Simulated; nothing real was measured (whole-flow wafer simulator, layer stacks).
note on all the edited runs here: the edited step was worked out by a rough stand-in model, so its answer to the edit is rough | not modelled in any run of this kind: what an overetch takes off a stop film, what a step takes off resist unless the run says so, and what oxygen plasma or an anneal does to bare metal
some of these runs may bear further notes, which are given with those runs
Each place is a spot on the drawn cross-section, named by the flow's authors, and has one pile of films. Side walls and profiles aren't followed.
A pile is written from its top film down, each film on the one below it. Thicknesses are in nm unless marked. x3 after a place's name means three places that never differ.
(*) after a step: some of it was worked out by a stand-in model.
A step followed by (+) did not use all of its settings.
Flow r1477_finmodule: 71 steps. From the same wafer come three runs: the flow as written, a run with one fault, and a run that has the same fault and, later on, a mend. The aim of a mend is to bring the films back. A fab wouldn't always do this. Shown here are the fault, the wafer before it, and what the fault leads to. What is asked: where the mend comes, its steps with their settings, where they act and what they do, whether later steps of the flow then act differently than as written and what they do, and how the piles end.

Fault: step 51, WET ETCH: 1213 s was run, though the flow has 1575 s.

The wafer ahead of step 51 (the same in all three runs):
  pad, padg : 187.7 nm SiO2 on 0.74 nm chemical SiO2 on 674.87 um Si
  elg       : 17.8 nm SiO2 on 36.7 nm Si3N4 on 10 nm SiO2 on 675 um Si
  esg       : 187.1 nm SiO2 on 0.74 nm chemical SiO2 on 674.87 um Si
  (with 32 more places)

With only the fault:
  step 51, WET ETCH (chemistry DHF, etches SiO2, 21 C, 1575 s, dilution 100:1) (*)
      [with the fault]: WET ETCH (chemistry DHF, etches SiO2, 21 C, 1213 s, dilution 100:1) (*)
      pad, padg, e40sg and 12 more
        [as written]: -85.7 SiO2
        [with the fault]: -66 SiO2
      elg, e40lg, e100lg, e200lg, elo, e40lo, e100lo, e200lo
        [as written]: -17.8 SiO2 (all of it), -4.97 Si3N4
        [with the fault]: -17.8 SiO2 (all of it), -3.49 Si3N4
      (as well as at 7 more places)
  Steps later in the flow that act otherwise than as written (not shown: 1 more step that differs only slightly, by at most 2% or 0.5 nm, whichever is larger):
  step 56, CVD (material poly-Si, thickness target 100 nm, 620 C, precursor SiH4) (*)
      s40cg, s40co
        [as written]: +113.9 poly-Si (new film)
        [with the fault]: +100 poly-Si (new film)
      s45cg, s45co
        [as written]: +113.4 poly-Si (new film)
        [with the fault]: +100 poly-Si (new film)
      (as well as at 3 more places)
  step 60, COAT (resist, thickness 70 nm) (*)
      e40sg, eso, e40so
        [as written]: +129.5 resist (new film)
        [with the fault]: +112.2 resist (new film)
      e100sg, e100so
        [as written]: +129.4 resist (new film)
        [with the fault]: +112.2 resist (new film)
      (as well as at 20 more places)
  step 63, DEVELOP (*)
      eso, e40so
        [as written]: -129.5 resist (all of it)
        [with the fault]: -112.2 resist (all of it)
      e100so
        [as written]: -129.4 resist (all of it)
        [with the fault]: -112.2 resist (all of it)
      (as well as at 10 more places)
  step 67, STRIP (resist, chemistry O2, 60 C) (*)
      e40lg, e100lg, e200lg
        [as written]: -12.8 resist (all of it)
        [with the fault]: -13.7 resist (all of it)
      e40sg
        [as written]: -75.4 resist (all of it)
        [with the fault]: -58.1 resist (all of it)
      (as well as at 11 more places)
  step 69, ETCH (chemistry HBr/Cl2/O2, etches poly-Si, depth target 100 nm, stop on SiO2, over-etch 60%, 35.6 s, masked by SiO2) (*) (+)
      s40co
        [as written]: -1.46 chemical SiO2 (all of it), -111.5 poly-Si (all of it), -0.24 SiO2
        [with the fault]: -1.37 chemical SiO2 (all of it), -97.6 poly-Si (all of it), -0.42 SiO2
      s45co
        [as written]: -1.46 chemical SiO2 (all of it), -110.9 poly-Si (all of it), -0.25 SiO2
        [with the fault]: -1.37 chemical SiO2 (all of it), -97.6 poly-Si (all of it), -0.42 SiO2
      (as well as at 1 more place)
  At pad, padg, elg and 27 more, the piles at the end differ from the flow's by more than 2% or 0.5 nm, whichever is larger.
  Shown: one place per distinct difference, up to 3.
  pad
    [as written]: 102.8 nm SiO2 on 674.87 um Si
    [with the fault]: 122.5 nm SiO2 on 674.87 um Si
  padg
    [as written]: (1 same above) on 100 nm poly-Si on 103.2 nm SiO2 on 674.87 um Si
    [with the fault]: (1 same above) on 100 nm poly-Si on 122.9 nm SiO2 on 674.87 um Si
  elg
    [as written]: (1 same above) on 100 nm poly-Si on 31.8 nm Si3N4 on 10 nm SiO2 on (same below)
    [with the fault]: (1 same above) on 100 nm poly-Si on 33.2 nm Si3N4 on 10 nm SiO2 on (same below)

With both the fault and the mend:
  The mend stands after step 51.
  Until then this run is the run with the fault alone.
  step 51a, WET ETCH (chemistry DHF, etches SiO2, 21 C, 362 s, dilution 100:1) (*) (a further turn of the flow's step 51, with different settings)
      pad, padg, e40sg and 12 more
        -19.7 SiO2
      elg, e40lg, e100lg, e200lg, elo, e40lo, e100lo, e200lo
        -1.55 Si3N4
      esg, s40cg, s45cg, s50cg, s40co, s45co, s50co
        -18.2 SiO2
  None of the later steps of the flow differs from how it acts as written, at any place that is followed, by more than 2% or 0.5 nm, whichever is larger.
  The piles end only slightly different from the flow's at the places that both follow, by no more than 2% or 0.5 nm, whichever is larger.
